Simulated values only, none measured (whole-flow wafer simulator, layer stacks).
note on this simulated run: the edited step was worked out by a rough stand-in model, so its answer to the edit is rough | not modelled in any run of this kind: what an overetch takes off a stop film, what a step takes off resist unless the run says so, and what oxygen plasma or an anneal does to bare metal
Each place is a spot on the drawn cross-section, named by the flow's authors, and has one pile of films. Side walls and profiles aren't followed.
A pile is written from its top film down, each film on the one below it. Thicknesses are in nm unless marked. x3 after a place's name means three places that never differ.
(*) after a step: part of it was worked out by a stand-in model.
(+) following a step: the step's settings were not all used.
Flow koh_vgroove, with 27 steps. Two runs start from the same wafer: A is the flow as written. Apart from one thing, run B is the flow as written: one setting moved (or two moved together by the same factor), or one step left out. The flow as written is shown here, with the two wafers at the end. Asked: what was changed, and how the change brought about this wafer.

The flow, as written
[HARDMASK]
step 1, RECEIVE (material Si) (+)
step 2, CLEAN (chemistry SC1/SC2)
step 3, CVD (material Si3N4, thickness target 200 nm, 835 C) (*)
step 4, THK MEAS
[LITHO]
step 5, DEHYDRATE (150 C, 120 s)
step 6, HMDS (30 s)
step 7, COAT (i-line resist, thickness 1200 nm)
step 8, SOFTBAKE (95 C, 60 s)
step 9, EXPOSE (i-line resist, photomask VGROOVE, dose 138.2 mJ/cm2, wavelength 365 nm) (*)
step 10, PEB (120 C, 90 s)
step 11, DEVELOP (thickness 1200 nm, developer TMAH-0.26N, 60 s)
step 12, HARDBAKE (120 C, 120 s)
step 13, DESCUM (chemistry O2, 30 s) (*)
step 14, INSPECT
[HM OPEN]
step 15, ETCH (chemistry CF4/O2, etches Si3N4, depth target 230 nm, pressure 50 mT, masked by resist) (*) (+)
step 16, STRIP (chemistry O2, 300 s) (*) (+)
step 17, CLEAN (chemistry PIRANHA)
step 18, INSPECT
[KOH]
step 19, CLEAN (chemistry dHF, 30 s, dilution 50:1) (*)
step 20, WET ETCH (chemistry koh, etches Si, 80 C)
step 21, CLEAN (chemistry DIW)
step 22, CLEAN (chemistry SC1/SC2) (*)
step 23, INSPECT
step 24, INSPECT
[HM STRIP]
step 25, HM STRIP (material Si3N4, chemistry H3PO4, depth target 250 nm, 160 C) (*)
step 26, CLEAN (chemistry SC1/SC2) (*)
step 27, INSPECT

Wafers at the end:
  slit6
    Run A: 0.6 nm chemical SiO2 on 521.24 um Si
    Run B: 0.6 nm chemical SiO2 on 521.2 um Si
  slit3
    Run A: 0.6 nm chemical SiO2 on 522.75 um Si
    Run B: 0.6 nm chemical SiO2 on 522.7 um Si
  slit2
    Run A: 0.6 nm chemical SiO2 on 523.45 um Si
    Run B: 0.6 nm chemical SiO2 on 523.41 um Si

The reason: step 15, ETCH: depth target 276 nm was run, whereas the flow has depth target 230 nm.

Step by step, how the change led to this:
  step 15, ETCH (chemistry CF4/O2, etches Si3N4, depth target 230 nm, pressure 50 mT, masked by resist) (*) (+)
      slit3, slit2, slit6, slit20: A Si3N4 loses 200 (all of it), chemical SiO2 loses 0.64 (all of it), Si loses 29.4 | B Si3N4 loses 200 (all of it), chemical SiO2 loses 0.64 (all of it), Si loses 75.4
      field: A i-line resist loses 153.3 | B i-line resist loses 184
  step 16, STRIP (chemistry O2, 300 s) (*) (+)
      field: A i-line resist loses 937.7 (all of it) | B i-line resist loses 907 (all of it)
